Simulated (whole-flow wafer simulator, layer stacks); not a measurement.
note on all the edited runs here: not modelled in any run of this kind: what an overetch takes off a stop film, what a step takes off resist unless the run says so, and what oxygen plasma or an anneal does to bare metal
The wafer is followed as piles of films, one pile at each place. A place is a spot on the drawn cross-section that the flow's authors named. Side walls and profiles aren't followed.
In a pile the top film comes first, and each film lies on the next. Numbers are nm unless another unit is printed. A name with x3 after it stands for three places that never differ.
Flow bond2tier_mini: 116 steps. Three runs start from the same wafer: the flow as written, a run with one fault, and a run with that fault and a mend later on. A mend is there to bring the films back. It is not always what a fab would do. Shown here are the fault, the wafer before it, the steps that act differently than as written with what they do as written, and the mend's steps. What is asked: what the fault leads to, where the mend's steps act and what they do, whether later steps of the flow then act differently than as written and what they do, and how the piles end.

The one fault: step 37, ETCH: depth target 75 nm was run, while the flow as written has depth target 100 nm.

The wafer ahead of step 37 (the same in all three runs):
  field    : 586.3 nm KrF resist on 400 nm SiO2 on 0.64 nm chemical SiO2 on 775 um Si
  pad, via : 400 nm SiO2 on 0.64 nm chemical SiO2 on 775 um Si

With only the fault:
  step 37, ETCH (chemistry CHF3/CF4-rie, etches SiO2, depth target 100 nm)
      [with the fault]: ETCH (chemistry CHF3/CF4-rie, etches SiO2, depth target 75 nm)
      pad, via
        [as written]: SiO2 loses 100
        [with the fault]: SiO2 loses 75
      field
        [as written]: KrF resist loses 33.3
        [with the fault]: KrF resist loses 25
  Steps later in the flow that act otherwise than as written (not shown: 2 more steps that differ only slightly, by at most 2% or 0.5 nm, whichever is larger):
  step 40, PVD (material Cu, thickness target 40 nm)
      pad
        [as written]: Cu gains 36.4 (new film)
        [with the fault]: Cu gains 37.3 (new film)
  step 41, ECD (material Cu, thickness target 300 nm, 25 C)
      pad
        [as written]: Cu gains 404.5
        [with the fault]: Cu gains 378.4
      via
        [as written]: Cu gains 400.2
        [with the fault]: Cu gains 375.1
  By the end, the piles at pad depart from the flow's by more than 2% or 0.5 nm, whichever is larger.
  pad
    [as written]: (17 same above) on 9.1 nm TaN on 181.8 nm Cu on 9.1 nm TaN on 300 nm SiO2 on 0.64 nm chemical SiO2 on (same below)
    [with the fault]: (17 same above) on 9.1 nm TaN on 156.6 nm Cu on 9.32 nm TaN on 325 nm SiO2 on 0.64 nm chemical SiO2 on (same below)

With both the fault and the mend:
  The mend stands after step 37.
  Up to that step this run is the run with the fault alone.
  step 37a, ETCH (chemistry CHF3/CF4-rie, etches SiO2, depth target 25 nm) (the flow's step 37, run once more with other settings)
      pad, via
        SiO2 loses 25
      field
        KrF resist loses 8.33
  None of the later steps of the flow acts differently than as written at any place that is followed.
  The piles end the same as the flow's at every place that both follow.
